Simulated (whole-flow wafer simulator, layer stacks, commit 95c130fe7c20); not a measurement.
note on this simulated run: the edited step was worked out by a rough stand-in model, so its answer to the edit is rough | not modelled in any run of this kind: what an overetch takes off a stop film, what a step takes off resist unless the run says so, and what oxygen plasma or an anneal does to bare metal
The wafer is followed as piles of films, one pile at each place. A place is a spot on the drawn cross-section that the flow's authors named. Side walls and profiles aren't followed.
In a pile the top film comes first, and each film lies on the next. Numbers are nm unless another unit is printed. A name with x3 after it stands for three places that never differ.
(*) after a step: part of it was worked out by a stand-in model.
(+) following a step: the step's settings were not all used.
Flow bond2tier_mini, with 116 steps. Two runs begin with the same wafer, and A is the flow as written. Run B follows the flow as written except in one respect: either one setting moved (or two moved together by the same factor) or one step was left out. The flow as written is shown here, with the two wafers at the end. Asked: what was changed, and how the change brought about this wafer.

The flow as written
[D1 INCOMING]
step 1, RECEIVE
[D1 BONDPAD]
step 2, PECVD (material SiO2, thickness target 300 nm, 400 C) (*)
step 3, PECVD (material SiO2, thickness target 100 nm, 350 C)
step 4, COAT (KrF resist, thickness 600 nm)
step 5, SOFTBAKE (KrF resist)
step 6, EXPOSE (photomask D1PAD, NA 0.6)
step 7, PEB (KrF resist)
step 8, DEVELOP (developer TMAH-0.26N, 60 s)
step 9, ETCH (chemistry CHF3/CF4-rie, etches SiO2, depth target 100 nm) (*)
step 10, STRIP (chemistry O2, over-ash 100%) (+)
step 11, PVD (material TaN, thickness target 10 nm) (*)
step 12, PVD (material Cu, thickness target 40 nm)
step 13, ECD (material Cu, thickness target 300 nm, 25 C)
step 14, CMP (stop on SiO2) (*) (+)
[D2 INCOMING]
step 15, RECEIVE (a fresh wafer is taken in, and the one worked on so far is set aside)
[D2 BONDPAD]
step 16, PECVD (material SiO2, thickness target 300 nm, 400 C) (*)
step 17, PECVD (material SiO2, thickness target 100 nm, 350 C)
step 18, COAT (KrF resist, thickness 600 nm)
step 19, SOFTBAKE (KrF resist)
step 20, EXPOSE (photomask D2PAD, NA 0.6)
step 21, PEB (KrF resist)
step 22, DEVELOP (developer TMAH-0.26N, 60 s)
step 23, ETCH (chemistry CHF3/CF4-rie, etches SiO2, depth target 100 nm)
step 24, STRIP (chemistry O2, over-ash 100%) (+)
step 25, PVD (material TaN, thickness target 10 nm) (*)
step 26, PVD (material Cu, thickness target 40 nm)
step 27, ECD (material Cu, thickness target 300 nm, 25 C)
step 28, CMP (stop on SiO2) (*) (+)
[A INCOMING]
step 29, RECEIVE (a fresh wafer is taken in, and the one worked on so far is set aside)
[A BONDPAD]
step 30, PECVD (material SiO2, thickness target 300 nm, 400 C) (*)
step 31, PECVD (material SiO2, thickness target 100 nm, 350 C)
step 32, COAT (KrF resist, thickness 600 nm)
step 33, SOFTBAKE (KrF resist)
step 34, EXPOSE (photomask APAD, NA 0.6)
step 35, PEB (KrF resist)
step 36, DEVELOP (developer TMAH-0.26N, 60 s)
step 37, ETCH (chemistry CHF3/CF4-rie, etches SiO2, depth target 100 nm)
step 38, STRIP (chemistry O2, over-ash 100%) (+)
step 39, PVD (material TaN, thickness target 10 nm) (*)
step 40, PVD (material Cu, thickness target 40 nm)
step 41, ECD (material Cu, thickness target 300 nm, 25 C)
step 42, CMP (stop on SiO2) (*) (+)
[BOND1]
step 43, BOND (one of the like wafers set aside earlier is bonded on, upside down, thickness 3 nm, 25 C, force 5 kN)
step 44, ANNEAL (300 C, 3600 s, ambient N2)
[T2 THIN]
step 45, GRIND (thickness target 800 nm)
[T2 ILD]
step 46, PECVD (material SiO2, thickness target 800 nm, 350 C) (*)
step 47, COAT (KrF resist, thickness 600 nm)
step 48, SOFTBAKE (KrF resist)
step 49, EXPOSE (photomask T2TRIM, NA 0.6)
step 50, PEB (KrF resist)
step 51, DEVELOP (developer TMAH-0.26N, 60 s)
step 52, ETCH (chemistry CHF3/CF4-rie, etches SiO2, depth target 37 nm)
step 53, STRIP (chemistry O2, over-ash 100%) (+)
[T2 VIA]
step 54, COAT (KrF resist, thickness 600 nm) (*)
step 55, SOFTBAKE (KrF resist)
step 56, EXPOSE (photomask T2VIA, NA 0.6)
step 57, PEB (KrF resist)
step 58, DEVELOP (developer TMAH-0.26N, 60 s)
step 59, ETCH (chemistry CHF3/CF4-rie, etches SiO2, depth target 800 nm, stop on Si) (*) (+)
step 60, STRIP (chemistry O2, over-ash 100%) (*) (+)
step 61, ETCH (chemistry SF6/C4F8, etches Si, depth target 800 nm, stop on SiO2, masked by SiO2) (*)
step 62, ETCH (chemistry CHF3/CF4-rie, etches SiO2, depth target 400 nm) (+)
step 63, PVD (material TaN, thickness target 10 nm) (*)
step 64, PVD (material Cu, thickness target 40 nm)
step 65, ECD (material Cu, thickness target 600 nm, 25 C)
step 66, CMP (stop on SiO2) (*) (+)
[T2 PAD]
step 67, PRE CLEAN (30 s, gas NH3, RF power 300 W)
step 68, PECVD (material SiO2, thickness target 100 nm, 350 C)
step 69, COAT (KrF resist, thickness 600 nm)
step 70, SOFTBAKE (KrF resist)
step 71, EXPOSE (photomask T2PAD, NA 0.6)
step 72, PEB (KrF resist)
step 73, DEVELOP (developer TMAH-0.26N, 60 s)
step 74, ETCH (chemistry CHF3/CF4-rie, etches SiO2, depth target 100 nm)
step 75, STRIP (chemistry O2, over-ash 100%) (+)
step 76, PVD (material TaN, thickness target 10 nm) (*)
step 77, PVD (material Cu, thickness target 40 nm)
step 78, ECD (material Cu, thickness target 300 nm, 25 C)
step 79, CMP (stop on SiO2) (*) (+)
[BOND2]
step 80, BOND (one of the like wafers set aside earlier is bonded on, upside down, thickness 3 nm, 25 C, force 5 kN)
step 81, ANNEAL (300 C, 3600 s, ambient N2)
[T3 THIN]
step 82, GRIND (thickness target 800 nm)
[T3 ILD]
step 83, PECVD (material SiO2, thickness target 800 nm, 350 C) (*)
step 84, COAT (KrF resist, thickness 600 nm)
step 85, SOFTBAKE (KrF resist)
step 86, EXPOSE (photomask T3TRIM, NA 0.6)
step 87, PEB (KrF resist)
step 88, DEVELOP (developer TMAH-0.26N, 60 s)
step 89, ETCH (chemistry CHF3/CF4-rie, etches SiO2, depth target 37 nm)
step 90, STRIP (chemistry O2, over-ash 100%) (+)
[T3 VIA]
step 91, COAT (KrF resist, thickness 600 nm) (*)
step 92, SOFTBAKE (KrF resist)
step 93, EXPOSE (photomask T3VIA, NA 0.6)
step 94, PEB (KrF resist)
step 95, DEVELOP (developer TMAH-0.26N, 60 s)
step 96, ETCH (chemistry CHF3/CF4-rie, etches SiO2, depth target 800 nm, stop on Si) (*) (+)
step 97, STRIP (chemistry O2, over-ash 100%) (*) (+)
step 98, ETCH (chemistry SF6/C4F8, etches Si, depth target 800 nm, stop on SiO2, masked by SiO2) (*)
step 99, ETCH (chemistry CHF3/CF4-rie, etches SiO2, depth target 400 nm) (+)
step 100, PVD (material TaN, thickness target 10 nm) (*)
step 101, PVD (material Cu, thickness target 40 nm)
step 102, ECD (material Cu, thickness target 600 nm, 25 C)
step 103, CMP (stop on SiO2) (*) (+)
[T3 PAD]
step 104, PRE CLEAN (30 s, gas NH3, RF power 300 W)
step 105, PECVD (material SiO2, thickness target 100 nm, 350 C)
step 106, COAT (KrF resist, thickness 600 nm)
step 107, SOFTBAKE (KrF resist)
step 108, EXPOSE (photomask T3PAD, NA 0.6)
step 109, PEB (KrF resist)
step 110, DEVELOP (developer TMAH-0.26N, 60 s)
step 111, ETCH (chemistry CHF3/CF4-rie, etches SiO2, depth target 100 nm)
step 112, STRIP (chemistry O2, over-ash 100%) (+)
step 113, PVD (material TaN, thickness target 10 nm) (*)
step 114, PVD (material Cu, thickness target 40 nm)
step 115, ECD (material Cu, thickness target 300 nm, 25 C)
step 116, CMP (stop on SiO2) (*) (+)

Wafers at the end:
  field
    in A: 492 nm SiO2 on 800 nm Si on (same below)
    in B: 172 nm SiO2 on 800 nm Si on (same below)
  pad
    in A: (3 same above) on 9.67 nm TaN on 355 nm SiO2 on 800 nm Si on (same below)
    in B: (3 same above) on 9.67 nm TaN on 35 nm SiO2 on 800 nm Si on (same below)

The reason: step 83, PECVD: thickness target 480 nm was run, though the flow has thickness target 800 nm.

The path from the change to this, step by step:
  step 83, PECVD (material SiO2, thickness target 800 nm, 350 C) (*)
      field, pad: A +800 SiO2 (new film) | B +480 SiO2 (new film)
  step 96, ETCH (chemistry CHF3/CF4-rie, etches SiO2, depth target 800 nm, stop on Si) (*) (+)
      field, pad: A -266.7 KrF resist | B -221.5 KrF resist
  step 97, STRIP (chemistry O2, over-ash 100%) (*) (+)
      field: A -303.9 KrF resist (all of it) | B -349.1 KrF resist (all of it)
      pad: A -336 KrF resist (all of it) | B -381.1 KrF resist (all of it)
